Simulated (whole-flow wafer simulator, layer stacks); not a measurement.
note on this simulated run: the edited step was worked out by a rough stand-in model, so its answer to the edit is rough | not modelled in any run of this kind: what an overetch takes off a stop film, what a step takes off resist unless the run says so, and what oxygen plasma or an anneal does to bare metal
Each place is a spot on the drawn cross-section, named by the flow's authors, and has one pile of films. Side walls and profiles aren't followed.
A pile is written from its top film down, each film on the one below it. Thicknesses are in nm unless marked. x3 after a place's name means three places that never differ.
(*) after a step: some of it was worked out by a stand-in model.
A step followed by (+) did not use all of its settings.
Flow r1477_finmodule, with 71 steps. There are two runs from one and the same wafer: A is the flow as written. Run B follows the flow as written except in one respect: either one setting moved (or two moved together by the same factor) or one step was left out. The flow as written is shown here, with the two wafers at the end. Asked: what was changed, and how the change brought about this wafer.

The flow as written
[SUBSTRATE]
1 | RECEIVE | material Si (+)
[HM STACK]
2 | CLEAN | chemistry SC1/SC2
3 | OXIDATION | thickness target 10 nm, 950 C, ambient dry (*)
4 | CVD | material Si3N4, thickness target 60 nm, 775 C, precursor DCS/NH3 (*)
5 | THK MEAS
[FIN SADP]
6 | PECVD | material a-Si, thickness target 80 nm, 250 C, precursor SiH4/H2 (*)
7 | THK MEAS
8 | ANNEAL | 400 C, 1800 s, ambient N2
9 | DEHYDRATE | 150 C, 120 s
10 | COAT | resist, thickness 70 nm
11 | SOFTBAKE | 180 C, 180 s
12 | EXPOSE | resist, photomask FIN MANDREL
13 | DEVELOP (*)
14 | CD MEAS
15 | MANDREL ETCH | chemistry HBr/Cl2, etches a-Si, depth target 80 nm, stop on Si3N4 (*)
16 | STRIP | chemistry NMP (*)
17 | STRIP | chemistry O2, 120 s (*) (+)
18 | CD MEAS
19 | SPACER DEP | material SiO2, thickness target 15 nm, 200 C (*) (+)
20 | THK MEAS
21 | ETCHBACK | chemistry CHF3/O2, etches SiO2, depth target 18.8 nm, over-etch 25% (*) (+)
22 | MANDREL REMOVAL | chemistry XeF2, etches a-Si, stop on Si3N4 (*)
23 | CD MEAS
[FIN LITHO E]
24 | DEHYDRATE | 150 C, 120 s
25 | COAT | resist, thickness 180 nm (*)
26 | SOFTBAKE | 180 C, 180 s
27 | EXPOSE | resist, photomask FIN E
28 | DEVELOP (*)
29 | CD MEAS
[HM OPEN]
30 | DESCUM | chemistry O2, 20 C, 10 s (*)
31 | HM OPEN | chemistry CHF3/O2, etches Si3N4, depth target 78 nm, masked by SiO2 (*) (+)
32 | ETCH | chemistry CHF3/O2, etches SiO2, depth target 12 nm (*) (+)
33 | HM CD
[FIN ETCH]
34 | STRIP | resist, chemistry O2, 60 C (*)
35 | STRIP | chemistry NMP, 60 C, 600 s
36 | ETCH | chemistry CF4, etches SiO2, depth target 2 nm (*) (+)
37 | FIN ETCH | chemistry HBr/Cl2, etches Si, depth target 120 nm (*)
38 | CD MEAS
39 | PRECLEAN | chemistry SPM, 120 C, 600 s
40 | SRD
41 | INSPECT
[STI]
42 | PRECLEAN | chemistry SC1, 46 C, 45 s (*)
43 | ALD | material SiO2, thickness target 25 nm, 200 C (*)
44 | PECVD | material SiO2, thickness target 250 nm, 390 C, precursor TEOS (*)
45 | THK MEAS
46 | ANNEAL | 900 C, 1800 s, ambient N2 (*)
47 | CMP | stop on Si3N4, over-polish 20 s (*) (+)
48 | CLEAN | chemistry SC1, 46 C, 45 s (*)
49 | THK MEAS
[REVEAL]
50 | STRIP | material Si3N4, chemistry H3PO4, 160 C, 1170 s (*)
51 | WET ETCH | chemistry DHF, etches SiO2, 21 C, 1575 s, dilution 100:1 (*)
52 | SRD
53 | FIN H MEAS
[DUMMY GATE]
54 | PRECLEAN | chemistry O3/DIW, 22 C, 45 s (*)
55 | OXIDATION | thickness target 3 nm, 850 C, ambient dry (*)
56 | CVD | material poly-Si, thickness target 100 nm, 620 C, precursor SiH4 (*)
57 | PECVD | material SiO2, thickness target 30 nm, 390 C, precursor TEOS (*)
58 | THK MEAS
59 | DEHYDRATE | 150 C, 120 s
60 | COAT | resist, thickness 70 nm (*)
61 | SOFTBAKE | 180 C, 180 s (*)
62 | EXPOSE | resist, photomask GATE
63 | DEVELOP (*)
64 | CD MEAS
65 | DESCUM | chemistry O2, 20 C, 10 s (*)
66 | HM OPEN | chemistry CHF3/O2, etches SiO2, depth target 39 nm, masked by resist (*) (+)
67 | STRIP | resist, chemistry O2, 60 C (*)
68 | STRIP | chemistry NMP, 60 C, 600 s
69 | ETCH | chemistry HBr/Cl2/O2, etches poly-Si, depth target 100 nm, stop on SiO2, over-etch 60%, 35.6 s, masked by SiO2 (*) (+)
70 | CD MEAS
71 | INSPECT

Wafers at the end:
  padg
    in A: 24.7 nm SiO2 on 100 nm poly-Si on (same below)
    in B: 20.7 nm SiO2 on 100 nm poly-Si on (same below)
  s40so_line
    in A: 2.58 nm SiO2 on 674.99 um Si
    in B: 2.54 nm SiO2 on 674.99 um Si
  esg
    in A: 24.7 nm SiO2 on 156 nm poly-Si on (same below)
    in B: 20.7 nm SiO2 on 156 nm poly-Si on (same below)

What caused this: step 57, PECVD: thickness target 26 nm was run, while the flow as written has thickness target 30 nm.

Step by step, how the change led to this:
  57 | PECVD | material SiO2, thickness target 30 nm, 390 C, precursor TEOS (*)
      pad, padg, elg and 33 more: A +30 SiO2 (new film) | B +26 SiO2 (new film)
  66 | HM OPEN | chemistry CHF3/O2, etches SiO2, depth target 39 nm, masked by resist (*) (+)
      pad, elo, eso and 15 more: A -30 SiO2 (all of it), -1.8 poly-Si | B -26 SiO2 (all of it), -2.6 poly-Si
